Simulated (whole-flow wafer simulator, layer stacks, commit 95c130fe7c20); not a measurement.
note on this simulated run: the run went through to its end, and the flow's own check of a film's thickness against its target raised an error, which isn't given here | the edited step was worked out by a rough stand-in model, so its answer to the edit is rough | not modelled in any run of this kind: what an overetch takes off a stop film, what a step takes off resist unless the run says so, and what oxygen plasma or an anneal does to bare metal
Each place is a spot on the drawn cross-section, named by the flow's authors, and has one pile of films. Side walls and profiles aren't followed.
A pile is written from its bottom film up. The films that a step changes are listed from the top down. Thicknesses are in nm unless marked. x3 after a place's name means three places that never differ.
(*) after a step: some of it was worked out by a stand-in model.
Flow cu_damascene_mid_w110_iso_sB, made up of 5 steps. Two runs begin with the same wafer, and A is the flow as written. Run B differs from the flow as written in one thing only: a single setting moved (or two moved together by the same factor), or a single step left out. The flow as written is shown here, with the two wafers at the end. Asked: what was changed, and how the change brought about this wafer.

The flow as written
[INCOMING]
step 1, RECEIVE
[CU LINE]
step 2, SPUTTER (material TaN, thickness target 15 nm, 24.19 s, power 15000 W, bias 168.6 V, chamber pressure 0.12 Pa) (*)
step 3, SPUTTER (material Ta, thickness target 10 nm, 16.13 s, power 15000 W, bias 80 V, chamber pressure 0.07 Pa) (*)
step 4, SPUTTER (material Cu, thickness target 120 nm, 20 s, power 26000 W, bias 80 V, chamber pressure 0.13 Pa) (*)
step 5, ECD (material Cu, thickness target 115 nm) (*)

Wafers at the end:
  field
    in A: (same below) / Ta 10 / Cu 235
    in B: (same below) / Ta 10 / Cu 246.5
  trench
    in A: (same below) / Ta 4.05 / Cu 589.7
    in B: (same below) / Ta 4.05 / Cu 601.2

What caused this: step 5, ECD: thickness target 126.5 nm was run, while the flow as written has thickness target 115 nm.

Step by step, how the change led to this:
  step 5, ECD (material Cu, thickness target 115 nm) (*)
      field: A +115 Cu | B +126.5 Cu
      trench: A +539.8 Cu | B +551.3 Cu
